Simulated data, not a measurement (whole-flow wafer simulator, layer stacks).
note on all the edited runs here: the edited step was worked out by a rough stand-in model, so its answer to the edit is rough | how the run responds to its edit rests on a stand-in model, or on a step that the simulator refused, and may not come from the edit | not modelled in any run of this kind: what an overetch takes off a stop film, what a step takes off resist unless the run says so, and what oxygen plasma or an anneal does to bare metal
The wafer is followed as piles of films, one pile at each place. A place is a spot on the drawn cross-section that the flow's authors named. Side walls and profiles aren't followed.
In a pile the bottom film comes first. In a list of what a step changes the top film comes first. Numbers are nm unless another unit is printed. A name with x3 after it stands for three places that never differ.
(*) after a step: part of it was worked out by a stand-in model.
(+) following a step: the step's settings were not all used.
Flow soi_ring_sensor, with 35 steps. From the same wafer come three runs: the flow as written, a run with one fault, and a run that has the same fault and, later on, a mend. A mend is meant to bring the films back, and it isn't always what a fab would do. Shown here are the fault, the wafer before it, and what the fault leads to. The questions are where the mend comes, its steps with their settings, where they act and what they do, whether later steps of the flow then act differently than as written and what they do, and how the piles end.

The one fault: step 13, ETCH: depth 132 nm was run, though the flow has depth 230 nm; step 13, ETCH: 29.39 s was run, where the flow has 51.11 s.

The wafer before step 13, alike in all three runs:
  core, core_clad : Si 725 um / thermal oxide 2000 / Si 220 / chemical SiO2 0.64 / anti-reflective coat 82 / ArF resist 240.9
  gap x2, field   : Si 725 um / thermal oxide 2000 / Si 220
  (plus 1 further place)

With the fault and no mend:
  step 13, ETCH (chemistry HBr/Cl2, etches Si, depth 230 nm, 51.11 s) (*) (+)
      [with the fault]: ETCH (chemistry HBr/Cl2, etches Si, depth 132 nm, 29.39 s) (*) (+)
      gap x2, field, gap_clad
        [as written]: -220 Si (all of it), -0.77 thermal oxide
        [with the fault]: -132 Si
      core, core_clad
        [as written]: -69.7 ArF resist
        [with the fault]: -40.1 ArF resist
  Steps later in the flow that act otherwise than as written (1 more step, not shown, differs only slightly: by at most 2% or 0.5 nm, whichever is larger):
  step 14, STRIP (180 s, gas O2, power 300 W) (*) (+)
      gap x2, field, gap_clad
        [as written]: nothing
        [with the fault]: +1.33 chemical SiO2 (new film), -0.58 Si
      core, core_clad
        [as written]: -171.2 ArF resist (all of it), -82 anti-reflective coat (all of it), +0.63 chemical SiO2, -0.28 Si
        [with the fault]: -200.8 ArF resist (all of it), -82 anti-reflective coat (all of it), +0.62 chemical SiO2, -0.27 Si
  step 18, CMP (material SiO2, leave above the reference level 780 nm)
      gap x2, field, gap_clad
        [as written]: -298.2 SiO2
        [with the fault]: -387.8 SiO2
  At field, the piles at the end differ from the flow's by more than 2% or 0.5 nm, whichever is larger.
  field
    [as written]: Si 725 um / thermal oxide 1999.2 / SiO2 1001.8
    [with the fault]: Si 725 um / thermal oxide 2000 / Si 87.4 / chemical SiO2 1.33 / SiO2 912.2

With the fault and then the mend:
  The mend stands after step 13.
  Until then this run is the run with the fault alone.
  step 13a, ETCH (chemistry HBr/Cl2, etches Si, depth 98 nm, 21.78 s) (*) (+) (the flow's step 13, run once more with other settings)
      gap x2, field, gap_clad
        -88 Si (all of it), -0.77 thermal oxide
      core, core_clad
        -29.7 ArF resist
  Every later step of the flow that is run acts as written, at every place that is followed, to within 2% or 0.5 nm, whichever is larger.
  By the end, the piles equal the flow's at every place that both follow.
